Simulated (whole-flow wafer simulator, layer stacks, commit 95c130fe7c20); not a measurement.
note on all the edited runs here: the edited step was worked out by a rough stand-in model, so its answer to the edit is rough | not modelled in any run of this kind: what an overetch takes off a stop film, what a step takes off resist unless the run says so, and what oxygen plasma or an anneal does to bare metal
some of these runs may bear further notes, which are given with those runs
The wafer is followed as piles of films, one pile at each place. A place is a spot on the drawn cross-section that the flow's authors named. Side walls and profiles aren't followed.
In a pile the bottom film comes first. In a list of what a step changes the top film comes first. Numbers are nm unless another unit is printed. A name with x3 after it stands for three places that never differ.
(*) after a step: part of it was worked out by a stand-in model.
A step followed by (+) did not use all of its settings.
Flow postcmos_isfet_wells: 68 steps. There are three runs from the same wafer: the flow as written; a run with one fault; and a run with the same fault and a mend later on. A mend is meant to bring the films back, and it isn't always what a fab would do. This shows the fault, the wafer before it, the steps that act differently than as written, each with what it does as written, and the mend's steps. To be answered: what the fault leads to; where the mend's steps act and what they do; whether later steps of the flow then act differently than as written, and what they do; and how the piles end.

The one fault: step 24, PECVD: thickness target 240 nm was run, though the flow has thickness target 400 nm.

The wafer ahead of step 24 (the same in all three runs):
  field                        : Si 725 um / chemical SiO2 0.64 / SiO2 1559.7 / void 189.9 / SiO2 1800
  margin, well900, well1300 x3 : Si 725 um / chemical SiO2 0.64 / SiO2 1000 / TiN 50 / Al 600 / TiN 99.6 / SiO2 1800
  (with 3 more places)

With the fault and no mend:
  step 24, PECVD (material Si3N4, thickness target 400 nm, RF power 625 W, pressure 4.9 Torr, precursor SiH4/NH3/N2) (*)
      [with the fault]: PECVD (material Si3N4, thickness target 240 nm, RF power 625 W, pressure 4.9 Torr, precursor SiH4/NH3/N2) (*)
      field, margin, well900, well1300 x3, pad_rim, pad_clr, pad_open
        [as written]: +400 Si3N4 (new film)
        [with the fault]: +240 Si3N4 (new film)
  Later steps of the flow acting differently than as written (3 more steps, not shown, differ only slightly: by at most 2% or 0.5 nm, whichever is larger):
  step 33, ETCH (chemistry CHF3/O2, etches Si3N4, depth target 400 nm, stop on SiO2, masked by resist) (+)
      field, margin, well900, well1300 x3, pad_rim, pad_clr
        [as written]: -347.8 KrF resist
        [with the fault]: -313 KrF resist
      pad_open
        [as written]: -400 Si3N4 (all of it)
        [with the fault]: -240 Si3N4 (all of it)
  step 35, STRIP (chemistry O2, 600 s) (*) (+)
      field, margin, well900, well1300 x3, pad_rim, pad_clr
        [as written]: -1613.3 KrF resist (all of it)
        [with the fault]: -1648.1 KrF resist (all of it)
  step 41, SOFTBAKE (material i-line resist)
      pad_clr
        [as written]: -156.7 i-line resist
        [with the fault]: -140.7 i-line resist
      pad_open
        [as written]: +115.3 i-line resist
        [with the fault]: +108.2 i-line resist
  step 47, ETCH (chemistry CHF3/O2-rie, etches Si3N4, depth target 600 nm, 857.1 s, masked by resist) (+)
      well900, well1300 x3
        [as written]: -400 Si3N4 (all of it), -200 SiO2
        [with the fault]: -240 Si3N4 (all of it), -360 SiO2
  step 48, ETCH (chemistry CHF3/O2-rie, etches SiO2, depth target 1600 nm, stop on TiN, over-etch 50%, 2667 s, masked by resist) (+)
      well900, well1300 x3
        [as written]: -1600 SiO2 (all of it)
        [with the fault]: -1440 SiO2 (all of it)
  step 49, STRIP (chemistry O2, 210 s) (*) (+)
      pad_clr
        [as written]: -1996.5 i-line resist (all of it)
        [with the fault]: -2062.4 i-line resist (all of it)
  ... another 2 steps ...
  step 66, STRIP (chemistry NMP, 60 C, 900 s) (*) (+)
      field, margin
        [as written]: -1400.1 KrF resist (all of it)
        [with the fault]: -1476 KrF resist (all of it)
  At field, margin, pad_rim, pad_clr, the piles at the end differ from the flow's by more than 2% or 0.5 nm, whichever is larger.
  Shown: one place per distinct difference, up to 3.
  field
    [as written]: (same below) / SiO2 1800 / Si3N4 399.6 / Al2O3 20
    [with the fault]: (same below) / SiO2 1800 / Si3N4 239.6 / Al2O3 20
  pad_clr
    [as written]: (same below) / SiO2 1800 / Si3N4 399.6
    [with the fault]: (same below) / SiO2 1800 / Si3N4 239.6

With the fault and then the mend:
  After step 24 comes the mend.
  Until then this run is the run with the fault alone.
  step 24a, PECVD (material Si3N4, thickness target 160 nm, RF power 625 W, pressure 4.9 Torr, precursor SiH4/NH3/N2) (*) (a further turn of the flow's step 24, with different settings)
      field, margin, well900, well1300 x3, pad_rim, pad_clr, pad_open
        +160 Si3N4
  Later steps of the flow that are run all act as written at every place that is followed.
  At every place that both follow, the piles at the end match the flow's.
